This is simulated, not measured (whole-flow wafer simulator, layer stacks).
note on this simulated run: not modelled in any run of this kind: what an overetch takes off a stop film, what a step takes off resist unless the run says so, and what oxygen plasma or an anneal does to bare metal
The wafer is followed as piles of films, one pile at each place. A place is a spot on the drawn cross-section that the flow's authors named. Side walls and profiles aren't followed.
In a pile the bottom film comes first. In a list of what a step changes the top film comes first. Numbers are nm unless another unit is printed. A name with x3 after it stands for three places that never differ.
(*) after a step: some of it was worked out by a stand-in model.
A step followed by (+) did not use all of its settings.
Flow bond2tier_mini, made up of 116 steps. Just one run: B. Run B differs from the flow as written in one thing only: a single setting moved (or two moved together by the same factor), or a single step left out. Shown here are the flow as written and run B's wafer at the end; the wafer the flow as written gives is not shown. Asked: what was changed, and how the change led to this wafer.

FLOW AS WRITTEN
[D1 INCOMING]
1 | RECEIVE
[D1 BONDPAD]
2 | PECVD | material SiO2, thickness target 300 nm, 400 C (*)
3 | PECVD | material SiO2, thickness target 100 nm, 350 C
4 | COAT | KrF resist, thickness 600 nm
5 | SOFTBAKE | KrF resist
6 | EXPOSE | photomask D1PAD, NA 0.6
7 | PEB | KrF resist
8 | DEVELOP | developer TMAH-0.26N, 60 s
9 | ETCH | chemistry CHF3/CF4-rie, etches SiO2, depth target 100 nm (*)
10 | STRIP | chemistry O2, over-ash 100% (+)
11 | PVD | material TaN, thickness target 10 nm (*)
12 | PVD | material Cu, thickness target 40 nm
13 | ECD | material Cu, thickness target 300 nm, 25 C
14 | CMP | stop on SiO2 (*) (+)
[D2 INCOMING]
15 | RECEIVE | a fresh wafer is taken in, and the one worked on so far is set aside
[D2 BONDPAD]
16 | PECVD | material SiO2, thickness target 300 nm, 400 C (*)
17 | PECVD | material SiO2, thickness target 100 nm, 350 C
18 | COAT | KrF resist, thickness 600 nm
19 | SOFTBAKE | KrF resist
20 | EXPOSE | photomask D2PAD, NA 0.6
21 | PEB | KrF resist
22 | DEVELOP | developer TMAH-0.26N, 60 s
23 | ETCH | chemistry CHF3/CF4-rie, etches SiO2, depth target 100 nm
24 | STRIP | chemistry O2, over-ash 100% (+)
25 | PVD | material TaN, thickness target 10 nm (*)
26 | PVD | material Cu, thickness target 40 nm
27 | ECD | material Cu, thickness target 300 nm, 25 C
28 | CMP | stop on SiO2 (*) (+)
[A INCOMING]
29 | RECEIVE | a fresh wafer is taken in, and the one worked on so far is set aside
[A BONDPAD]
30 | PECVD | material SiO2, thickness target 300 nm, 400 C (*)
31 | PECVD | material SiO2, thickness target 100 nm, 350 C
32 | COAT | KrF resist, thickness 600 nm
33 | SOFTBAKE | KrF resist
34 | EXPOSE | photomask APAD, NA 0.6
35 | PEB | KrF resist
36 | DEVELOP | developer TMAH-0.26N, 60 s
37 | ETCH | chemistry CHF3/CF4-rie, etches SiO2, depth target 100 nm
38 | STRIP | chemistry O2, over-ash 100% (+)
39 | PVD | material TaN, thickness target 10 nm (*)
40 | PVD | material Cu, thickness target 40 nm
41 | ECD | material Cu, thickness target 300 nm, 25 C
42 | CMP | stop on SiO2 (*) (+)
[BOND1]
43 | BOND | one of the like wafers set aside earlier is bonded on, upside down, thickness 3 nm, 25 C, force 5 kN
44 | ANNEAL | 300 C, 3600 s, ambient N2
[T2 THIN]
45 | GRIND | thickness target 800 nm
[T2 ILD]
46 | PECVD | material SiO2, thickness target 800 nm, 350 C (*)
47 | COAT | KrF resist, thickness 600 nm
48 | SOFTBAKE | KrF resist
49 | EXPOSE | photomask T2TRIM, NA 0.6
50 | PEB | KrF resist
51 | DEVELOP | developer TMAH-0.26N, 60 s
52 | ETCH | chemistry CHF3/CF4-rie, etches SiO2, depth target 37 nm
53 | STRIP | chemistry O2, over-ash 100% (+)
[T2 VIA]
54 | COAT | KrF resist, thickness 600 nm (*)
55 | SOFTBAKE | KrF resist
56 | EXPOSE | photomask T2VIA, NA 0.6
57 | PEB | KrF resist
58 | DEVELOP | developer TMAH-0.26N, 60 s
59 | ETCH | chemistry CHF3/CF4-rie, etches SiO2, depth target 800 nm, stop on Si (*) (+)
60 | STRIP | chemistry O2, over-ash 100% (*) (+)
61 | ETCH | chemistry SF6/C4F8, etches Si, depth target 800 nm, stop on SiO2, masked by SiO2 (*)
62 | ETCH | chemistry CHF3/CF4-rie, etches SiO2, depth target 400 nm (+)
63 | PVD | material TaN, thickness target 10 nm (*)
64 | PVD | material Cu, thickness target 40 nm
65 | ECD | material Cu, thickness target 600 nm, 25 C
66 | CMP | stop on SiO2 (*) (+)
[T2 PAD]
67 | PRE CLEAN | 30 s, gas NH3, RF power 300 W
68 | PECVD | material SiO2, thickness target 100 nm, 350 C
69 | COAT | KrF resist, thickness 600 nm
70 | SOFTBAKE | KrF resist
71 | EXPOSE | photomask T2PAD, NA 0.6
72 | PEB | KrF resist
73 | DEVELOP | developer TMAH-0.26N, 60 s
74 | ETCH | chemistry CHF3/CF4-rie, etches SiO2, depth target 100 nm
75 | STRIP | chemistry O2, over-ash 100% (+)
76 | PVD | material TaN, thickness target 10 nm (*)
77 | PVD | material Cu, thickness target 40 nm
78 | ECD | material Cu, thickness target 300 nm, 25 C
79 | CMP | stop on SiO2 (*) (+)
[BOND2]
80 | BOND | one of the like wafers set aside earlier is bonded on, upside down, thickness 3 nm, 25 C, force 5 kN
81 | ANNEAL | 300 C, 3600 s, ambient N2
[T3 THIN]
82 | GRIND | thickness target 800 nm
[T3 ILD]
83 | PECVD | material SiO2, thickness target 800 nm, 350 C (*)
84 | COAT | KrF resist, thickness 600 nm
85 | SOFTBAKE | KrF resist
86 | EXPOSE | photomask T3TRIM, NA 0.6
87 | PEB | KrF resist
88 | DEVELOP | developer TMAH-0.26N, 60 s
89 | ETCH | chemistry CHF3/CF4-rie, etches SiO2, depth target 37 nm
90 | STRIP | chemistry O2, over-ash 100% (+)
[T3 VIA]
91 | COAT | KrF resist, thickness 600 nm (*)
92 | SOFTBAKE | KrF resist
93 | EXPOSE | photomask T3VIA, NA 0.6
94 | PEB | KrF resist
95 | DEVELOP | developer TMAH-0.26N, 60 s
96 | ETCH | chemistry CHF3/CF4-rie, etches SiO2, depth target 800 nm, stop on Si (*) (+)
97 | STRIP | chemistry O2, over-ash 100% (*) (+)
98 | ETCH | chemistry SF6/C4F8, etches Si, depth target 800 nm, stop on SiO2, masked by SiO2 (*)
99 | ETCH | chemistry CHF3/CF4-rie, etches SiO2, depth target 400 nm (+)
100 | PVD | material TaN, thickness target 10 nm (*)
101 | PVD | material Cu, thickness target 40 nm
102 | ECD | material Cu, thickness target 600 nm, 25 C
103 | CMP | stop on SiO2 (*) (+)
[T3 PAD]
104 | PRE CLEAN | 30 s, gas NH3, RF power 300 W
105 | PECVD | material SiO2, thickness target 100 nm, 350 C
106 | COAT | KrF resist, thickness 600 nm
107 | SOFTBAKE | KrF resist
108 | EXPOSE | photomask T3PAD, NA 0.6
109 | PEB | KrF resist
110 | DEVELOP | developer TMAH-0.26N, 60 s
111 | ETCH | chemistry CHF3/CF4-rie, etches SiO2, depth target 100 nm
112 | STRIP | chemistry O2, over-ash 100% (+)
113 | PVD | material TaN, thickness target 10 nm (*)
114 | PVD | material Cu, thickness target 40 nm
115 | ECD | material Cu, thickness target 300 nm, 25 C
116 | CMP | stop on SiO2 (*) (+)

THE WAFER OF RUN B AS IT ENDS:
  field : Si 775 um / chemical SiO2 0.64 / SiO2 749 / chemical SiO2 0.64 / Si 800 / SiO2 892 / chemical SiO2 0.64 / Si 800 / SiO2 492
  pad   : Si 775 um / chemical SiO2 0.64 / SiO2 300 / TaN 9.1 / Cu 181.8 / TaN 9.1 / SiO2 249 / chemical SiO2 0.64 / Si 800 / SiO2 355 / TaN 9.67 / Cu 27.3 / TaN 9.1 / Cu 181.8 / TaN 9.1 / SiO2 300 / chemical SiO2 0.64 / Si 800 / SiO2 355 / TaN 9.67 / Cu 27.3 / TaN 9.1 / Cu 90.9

What caused this: step 3, PECVD: thickness target 49 nm was run, whereas the flow has thickness target 100 nm.

Step by step, how the change led to this:
  3 | PECVD | material SiO2, thickness target 100 nm, 350 C
      field, pad, via: +49 SiO2 (in the flow as written it would be: +100 SiO2)
  43 | BOND | one of the like wafers set aside earlier is bonded on, upside down, thickness 3 nm, 25 C, force 5 kN
      field: +775 um Si (new film), +0.64 chemical SiO2 (new film), +349 SiO2 (in the flow as written it would be: +775 um Si (new film), +0.64 chemical SiO2 (new film), +400 SiO2)
      pad: +775 um Si (new film), +0.64 chemical SiO2 (new film), +249 SiO2 (new film), +9.1 TaN (new film), +90.9 Cu (in the flow as written it would be: +775 um Si (new film), +0.64 chemical SiO2 (new film), +300 SiO2 (new film), +9.1 TaN (new film), +90.9 Cu)
      (and at 1 other place as well)
